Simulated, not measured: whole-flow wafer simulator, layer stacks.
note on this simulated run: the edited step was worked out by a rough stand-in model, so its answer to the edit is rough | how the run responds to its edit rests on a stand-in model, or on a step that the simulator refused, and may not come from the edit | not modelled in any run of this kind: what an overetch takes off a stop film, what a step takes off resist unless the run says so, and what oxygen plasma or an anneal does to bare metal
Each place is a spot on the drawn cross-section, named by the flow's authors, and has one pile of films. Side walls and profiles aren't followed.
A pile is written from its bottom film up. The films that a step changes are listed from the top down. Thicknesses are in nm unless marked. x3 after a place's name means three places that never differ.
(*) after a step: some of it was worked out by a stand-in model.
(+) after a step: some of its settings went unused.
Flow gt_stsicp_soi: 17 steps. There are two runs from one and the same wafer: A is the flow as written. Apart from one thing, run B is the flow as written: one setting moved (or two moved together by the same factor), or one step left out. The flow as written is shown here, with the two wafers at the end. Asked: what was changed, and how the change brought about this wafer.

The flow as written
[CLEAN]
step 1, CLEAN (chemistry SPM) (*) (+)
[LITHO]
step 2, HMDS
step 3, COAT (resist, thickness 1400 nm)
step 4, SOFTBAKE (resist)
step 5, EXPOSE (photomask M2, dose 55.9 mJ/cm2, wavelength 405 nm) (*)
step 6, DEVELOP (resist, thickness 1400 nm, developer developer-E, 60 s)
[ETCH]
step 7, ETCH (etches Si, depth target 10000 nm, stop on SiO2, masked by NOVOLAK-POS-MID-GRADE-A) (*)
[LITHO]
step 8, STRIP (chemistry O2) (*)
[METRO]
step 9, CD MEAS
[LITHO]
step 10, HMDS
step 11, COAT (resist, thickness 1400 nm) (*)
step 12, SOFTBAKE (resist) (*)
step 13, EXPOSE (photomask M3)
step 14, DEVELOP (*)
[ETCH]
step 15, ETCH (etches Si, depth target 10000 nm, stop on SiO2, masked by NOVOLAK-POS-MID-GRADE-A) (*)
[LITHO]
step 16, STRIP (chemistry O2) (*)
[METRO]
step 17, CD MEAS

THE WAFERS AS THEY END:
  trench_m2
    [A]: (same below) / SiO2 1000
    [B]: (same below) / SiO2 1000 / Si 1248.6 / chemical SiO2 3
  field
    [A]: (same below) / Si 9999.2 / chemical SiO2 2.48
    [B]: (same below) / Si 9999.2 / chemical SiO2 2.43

What caused this: step 7, ETCH: depth target 8750 nm was run, though the flow has depth target 10000 nm.

Step by step, how the change led to this:
  step 7, ETCH (etches Si, depth target 10000 nm, stop on SiO2, masked by NOVOLAK-POS-MID-GRADE-A) (*)
      trench_m2: A -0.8 chemical SiO2 (all of it), -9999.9 Si (all of it) | B -0.8 chemical SiO2 (all of it), -8750 Si
      field, trench_m3: A -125 resist | B -109.4 resist
  step 8, STRIP (chemistry O2) (*)
      trench_m2: A nothing | B +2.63 chemical SiO2 (new film), -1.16 Si
  step 11, COAT (resist, thickness 1400 nm) (*)
      trench_m2: A +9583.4 resist (new film) | B +8595.9 resist (new film)
  step 12, SOFTBAKE (resist) (*)
      field: A nothing | B +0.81 resist
      trench_m2: A nothing | B +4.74 resist
      (and at 1 other place as well)
  step 16, STRIP (chemistry O2) (*)
      trench_m2: A -9458.4 resist (all of it) | B -8475.6 resist (all of it), +0.37 chemical SiO2, -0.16 Si
